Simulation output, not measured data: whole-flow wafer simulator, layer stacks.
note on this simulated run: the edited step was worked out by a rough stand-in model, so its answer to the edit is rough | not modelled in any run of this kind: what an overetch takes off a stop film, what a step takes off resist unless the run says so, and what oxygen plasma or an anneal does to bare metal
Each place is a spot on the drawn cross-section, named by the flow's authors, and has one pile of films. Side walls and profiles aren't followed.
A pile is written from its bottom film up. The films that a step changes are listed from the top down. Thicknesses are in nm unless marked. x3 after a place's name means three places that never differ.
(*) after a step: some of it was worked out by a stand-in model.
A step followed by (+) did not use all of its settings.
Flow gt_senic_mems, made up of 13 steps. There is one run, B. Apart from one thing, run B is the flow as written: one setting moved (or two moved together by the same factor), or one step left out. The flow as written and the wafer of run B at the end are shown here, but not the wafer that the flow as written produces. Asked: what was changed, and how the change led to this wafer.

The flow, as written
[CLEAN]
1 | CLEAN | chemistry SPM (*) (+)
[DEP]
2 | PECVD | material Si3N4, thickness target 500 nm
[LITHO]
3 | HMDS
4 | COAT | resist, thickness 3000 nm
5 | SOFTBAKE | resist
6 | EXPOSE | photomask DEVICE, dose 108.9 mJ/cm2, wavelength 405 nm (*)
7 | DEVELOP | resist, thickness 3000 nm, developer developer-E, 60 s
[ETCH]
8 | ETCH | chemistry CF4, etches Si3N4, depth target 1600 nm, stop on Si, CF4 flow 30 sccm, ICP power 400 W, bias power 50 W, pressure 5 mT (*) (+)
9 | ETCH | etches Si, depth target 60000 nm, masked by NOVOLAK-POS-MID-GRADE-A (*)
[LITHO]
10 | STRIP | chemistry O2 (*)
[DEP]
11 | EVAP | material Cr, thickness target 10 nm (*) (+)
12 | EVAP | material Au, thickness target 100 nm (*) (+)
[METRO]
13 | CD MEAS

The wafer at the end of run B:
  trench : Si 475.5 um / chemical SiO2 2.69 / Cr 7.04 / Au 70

Cause: step 9, ETCH: depth target 49500 nm was run, while the flow as written has depth target 60000 nm.

Step by step, how the change led to this:
  9 | ETCH | etches Si, depth target 60000 nm, masked by NOVOLAK-POS-MID-GRADE-A (*)
      field: -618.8 resist (in the flow as written it would be: -750 resist)
      trench: -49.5 um Si (in the flow as written it would be: -60 um Si)
  10 | STRIP | chemistry O2 (*)
      field: -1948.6 resist (all of it) (in the flow as written it would be: -1817.3 resist (all of it))
  11 | EVAP | material Cr, thickness target 10 nm (*) (+)
      trench: +7.04 Cr (new film) (in the flow as written it would be: +6.45 Cr (new film))
  12 | EVAP | material Au, thickness target 100 nm (*) (+)
      trench: +70 Au (new film) (in the flow as written it would be: +64.1 Au (new film))
